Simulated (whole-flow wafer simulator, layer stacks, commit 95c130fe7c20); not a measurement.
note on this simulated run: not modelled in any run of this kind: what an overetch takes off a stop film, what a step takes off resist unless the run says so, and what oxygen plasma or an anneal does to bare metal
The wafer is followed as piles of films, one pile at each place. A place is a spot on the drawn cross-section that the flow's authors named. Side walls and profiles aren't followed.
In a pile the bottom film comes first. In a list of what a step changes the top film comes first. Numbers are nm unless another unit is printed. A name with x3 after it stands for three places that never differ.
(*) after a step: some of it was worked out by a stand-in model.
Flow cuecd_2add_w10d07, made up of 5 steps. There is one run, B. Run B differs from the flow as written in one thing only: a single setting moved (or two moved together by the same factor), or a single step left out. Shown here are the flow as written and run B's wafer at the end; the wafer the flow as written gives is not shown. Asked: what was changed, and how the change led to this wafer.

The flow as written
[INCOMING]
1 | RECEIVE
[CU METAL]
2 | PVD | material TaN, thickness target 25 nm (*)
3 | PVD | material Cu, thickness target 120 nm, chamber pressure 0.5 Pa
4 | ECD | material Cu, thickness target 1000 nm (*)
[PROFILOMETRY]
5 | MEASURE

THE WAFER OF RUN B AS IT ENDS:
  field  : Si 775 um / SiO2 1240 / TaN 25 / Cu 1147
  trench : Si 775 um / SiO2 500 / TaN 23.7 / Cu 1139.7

What caused this: step 3, PVD: thickness target 147 nm was run, while the flow as written has thickness target 120 nm.

The path from the change to this, step by step:
  3 | PVD | material Cu, thickness target 120 nm, chamber pressure 0.5 Pa
      field: Cu gains 147 (new film) (in the flow as written it would be: Cu gains 120 (new film))
      trench: Cu gains 139.7 (new film) (in the flow as written it would be: Cu gains 114 (new film))
